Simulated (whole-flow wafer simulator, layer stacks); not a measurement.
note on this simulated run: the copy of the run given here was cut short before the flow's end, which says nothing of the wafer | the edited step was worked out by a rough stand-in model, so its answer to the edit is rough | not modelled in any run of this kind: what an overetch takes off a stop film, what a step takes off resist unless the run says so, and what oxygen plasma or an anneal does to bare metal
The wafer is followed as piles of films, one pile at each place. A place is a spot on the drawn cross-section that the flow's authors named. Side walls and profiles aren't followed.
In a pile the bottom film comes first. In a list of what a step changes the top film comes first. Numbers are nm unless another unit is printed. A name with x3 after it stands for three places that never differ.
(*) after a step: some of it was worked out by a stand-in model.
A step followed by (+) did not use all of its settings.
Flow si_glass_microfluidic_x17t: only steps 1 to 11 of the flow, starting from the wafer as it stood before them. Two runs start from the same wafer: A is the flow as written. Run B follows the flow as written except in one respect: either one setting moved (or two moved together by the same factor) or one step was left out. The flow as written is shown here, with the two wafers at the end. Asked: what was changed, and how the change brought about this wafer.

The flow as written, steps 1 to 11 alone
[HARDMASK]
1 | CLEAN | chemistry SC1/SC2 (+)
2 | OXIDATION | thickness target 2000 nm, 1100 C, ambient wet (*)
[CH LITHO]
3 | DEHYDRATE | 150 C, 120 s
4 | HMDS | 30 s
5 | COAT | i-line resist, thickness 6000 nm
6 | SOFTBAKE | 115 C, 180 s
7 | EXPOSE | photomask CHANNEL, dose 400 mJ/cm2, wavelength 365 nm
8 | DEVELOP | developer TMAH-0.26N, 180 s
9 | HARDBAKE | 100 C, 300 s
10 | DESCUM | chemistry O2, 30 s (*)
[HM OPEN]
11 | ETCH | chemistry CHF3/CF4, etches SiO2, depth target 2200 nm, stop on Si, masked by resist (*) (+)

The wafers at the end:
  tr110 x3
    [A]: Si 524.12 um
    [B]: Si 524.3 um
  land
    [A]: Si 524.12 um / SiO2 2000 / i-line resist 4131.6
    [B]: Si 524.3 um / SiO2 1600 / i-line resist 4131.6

Cause: step 2, OXIDATION: thickness target 1600 nm was run, whereas the flow has thickness target 2000 nm.
The wafer lets one read it off: land has SiO2 1600, and step 2 as written asks for 2000 nm.

The path from the change to this, step by step:
  2 | OXIDATION | thickness target 2000 nm, 1100 C, ambient wet (*)
      land, tr110 x3: A +2000 SiO2 (new film), -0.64 chemical SiO2 (all of it), -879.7 Si | B +1600 SiO2 (new film), -0.64 chemical SiO2 (all of it), -703.7 Si
  11 | ETCH | chemistry CHF3/CF4, etches SiO2, depth target 2200 nm, stop on Si, masked by resist (*) (+)
      tr110 x3: A -2000 SiO2 (all of it) | B -1600 SiO2 (all of it)
